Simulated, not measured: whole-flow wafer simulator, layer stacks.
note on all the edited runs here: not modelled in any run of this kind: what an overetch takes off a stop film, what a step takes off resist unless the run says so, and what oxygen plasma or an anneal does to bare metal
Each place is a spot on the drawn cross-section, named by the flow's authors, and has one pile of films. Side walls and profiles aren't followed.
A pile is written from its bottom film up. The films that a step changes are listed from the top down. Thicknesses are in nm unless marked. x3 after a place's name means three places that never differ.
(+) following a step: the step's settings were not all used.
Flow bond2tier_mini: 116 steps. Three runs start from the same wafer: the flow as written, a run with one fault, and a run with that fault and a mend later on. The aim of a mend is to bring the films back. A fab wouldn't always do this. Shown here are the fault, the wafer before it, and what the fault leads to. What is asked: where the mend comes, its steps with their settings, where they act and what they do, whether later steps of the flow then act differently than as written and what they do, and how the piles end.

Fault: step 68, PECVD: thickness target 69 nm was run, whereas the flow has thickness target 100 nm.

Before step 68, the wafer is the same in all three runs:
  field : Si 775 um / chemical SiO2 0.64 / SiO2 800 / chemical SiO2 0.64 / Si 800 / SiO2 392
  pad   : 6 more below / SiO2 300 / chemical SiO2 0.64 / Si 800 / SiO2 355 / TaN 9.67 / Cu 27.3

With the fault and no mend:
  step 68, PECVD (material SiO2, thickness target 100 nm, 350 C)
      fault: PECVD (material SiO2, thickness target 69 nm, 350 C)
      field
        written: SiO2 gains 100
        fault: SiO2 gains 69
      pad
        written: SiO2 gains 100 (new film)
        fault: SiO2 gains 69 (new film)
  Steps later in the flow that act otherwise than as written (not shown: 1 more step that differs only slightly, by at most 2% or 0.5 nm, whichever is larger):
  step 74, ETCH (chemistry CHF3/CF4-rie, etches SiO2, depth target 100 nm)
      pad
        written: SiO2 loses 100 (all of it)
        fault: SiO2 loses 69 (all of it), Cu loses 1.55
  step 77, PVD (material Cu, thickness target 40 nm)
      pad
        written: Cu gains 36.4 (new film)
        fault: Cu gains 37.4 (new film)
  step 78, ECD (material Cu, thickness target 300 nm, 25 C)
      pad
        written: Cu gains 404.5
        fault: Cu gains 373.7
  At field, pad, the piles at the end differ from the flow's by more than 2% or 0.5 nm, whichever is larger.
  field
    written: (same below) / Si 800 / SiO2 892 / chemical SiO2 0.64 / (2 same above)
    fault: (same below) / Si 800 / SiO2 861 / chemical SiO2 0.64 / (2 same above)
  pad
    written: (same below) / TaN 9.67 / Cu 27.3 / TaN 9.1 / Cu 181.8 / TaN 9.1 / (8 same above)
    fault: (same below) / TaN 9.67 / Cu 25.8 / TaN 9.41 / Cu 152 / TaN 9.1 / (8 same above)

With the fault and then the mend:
  The mend stands after step 73.
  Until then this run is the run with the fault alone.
  step 73a, STRIP (chemistry O2, over-ash 100%) (+)
      field
        KrF resist loses 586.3 (all of it)
  step 73b, PECVD (material SiO2, thickness target 31 nm, 350 C) (the flow's step 68 again, with other settings)
      field, pad
        SiO2 gains 31
  step 73c, COAT (KrF resist, thickness 600 nm) (the flow's step 69 again)
      field, pad
        KrF resist gains 600 (new film)
  step 73d, SOFTBAKE (KrF resist) (the flow's step 70 again)
      alters no film at any place that is followed
  step 73e, EXPOSE (photomask T2PAD, NA 0.6) (the flow's step 71 again)
      alters no film at any place that is followed
  step 73f, PEB (KrF resist) (the flow's step 72 again)
      alters no film at any place that is followed
  step 73g, DEVELOP (developer TMAH-0.26N, 60 s) (the flow's step 73 again)
      field
        KrF resist loses 13.7
      pad
        KrF resist loses 600 (all of it)
  None of the later steps of the flow acts differently than as written at any place that is followed.
  The piles end the same as the flow's at every place that both follow.
